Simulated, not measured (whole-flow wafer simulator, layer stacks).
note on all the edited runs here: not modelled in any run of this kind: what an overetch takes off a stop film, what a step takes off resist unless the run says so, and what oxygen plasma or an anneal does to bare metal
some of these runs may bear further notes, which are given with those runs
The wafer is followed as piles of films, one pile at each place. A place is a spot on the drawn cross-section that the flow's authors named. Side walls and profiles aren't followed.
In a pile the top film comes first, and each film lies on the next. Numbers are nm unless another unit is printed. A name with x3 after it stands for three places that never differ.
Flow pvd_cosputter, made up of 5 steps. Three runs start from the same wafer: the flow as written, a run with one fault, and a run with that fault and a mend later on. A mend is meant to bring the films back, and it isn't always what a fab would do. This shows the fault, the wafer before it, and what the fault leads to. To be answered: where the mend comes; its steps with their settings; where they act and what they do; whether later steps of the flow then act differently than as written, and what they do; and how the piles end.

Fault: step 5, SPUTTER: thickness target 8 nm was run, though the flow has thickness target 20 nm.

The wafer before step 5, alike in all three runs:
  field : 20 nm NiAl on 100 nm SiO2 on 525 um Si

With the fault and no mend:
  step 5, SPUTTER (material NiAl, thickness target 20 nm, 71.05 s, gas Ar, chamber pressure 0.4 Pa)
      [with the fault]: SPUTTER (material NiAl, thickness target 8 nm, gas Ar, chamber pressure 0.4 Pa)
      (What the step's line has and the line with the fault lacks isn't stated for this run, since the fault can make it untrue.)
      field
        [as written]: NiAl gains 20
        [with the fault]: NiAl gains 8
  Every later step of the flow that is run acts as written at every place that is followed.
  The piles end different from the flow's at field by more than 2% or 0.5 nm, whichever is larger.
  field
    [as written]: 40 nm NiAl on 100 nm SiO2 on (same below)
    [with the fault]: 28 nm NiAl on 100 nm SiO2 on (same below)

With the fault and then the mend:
  The mend follows step 5.
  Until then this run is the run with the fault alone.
  step 5a, SPUTTER (material NiAl, thickness target 12 nm, gas Ar, chamber pressure 0.4 Pa) (a further turn of the flow's step 5, with different settings)
      field
        NiAl gains 12
  Every later step of the flow that is run acts as written at every place that is followed.
  By the end, the piles equal the flow's at every place that both follow.
